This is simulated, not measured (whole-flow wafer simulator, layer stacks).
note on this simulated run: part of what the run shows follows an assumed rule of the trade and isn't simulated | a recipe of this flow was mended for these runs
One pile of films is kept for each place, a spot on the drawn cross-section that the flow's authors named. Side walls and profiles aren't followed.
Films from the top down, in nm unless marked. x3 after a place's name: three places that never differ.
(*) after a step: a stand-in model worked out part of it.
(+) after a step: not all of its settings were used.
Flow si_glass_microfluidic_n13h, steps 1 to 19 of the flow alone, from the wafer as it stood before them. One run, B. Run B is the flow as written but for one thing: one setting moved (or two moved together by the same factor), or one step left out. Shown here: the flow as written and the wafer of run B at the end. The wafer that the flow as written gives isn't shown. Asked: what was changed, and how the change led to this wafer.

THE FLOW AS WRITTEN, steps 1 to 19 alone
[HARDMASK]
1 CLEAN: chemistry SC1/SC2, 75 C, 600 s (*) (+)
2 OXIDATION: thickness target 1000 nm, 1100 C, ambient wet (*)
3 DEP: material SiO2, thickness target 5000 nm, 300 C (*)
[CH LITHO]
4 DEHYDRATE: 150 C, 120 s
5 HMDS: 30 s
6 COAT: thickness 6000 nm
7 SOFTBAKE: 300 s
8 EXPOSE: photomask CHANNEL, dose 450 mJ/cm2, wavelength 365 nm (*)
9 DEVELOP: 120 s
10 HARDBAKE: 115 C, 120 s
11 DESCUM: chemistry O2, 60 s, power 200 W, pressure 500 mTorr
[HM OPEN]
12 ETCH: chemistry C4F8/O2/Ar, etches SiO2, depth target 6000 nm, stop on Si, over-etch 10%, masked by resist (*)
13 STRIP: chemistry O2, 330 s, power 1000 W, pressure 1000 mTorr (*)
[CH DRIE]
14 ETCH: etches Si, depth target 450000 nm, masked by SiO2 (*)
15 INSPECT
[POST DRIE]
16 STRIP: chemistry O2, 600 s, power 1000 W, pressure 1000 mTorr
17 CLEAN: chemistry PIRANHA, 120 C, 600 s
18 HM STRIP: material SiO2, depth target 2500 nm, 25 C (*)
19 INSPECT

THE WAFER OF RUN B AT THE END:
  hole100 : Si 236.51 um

The cause: step 12, ETCH: depth target 4560 nm was run, where the flow has depth target 6000 nm.

How the change led to this, step by step:
  12 ETCH: chemistry C4F8/O2/Ar, etches SiO2, depth target 6000 nm, stop on Si, over-etch 10%, masked by resist (*)
      hole100: SiO2 -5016 (as written it would be: SiO2 -6000 (all of it), Si -75)
      land: thick-i-line-resist -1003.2 (as written it would be: thick-i-line-resist -1320)
  13 STRIP: chemistry O2, 330 s, power 1000 W, pressure 1000 mTorr (*)
      hole100: nothing (as written it would be: chemical SiO2 +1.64 (new film), Si -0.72)
      land: thick-i-line-resist -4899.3 (all of it) (as written it would be: thick-i-line-resist -4582.5 (all of it))
  14 ETCH: etches Si, depth target 450000 nm, masked by SiO2 (*)
      hole100: SiO2 -984 (all of it), Si -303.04 um (as written it would be: chemical SiO2 -1.64 (all of it), Si -450.64 um)
